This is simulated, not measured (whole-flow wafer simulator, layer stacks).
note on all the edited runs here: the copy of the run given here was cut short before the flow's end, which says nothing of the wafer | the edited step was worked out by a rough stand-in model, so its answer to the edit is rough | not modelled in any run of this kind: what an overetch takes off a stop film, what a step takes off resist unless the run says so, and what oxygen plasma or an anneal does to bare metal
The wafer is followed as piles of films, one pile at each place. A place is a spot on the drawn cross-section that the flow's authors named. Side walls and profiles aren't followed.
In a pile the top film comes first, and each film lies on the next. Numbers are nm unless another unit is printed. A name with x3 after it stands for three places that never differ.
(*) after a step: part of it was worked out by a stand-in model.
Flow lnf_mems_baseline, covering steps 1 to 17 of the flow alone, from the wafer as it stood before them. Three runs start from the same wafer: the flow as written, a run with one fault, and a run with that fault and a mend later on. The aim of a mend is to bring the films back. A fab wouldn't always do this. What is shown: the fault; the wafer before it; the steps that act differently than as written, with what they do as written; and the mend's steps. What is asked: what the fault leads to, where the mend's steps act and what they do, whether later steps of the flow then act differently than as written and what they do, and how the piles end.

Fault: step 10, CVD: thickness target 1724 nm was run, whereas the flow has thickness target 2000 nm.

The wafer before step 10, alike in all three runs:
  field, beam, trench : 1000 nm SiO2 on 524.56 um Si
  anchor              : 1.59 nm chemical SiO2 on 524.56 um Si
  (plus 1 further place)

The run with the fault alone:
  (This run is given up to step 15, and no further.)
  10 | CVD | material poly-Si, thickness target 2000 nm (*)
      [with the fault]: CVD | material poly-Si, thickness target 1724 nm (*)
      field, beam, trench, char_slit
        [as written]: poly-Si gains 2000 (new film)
        [with the fault]: poly-Si gains 1724 (new film)
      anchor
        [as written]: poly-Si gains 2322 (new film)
        [with the fault]: poly-Si gains 1848.9 (new film)
  Later steps of the flow acting differently than as written (1 other step is not shown; it differs only slightly, by no more than 2% or 0.5 nm, whichever is larger):
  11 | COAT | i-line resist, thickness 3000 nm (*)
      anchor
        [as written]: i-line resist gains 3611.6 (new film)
        [with the fault]: i-line resist gains 3801.6 (new film)
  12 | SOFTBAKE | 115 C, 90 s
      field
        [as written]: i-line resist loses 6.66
        [with the fault]: i-line resist loses 7.31
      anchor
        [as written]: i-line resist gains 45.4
        [with the fault]: i-line resist gains 50.4
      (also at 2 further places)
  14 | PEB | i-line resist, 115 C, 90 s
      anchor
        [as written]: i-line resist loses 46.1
        [with the fault]: i-line resist loses 49.6
  After step 15, at field, anchor, beam, trench, char_slit, the piles differ from the flow's by more than 2% or 0.5 nm, whichever is larger.
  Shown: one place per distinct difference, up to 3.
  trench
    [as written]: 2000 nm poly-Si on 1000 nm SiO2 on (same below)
    [with the fault]: 1724 nm poly-Si on 1000 nm SiO2 on (same below)
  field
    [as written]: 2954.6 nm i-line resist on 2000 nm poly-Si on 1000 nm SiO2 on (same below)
    [with the fault]: 2953.5 nm i-line resist on 1724 nm poly-Si on 1000 nm SiO2 on (same below)
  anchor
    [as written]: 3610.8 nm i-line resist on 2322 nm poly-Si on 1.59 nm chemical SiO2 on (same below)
    [with the fault]: 3802.3 nm i-line resist on 1848.9 nm poly-Si on 1.59 nm chemical SiO2 on (same below)

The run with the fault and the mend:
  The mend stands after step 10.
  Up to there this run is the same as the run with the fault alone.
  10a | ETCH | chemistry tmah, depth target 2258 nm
      field, beam, trench, char_slit
        poly-Si loses 1724 (all of it)
      anchor
        poly-Si loses 1848.9 (all of it)
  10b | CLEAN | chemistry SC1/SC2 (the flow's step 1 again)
      alters no film at any place that is followed
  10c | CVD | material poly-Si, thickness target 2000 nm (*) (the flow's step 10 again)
      field, beam, trench, char_slit
        poly-Si gains 2000 (new film)
      anchor
        poly-Si gains 2322 (new film)
  None of the later steps of the flow acts differently than as written at any place that is followed.
  By the end, the piles equal the flow's at every place that both follow.
